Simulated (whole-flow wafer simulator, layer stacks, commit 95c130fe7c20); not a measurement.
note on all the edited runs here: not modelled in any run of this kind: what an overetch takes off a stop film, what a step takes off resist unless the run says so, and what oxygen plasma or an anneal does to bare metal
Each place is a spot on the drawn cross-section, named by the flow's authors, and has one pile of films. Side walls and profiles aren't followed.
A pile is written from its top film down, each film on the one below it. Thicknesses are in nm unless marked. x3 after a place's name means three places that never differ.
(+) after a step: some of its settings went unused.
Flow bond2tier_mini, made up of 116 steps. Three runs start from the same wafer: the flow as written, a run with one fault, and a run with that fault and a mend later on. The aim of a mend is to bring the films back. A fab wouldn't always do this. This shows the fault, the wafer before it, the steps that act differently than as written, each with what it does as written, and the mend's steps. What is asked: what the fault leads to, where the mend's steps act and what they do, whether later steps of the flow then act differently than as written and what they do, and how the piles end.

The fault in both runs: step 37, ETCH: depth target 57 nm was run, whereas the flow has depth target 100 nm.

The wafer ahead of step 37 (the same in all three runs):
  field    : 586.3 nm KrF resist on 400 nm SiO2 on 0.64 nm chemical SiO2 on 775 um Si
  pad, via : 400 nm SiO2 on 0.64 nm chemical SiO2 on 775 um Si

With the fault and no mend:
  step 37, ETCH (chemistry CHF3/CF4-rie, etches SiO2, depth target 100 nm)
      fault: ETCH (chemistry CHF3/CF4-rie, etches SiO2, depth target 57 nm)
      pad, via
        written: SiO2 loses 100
        fault: SiO2 loses 57
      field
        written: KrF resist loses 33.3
        fault: KrF resist loses 19
  Later steps of the flow acting differently than as written (1 more step, not shown, differs only slightly: by at most 2% or 0.5 nm, whichever is larger):
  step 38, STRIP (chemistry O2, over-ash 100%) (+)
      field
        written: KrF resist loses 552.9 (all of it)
        fault: KrF resist loses 567.3 (all of it)
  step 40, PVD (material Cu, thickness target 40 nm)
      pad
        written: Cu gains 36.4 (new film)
        fault: Cu gains 37.9 (new film)
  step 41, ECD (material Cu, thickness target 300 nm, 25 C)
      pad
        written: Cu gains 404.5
        fault: Cu gains 359.6
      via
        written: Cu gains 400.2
        fault: Cu gains 357
  At pad, the piles at the end differ from the flow's by more than 2% or 0.5 nm, whichever is larger.
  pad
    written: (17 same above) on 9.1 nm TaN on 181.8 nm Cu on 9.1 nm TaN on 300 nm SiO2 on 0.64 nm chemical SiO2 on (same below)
    fault: (17 same above) on 9.1 nm TaN on 138.4 nm Cu on 9.48 nm TaN on 343 nm SiO2 on 0.64 nm chemical SiO2 on (same below)

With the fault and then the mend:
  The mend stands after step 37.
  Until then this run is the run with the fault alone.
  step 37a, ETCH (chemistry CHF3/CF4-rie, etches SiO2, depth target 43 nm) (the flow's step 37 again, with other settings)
      pad, via
        SiO2 loses 43
      field
        KrF resist loses 14.3
  None of the later steps of the flow acts differently than as written at any place that is followed.
  At every place that both follow, the piles at the end match the flow's.
